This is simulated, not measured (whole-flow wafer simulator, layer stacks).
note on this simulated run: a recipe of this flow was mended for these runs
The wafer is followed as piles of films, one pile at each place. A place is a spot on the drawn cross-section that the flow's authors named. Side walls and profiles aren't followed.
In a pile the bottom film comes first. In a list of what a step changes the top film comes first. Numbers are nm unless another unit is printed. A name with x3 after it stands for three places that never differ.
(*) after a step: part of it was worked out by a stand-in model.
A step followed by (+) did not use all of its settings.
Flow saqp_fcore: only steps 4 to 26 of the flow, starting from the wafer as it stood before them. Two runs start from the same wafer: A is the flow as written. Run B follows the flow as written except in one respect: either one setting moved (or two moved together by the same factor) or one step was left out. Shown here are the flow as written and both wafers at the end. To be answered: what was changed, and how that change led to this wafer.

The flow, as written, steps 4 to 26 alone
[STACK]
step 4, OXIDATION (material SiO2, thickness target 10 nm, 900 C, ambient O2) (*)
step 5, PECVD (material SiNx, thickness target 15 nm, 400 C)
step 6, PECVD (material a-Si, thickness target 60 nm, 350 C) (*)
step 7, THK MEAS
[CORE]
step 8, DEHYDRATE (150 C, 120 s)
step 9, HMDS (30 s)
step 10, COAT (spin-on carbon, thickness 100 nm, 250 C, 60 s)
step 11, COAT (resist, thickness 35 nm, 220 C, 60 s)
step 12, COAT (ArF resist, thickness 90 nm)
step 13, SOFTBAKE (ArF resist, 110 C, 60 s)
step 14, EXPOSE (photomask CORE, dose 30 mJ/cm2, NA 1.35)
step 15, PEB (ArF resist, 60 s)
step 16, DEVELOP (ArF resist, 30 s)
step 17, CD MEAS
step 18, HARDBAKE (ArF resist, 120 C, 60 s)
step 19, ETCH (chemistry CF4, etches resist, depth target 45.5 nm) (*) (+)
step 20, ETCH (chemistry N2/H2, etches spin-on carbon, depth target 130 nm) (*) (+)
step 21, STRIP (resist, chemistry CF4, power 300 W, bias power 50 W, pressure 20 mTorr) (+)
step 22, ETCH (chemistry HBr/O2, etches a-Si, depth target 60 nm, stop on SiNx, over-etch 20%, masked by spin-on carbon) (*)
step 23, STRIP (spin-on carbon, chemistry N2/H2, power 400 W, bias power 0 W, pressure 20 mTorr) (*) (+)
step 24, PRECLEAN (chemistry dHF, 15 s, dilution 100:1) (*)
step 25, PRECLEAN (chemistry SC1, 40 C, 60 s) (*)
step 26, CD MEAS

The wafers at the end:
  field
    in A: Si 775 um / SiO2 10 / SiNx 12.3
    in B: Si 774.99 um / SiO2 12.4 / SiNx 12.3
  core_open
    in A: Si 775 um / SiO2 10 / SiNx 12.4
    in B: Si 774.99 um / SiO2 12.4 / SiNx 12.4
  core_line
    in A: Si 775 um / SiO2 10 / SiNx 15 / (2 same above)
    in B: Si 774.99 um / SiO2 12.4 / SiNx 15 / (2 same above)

The reason: step 4, OXIDATION: thickness target 12.4 nm was run, while the flow as written has thickness target 10 nm.
The wafer lets one read it off: field has SiO2 12.4, and step 4 as written asks for 10 nm.

The path from the change to this, step by step:
  step 4, OXIDATION (material SiO2, thickness target 10 nm, 900 C, ambient O2) (*)
      field, core_open, core_line: A +10 SiO2 (new film), -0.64 chemical SiO2 (all of it), -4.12 Si | B +12.4 SiO2 (new film), -0.64 chemical SiO2 (all of it), -5.17 Si
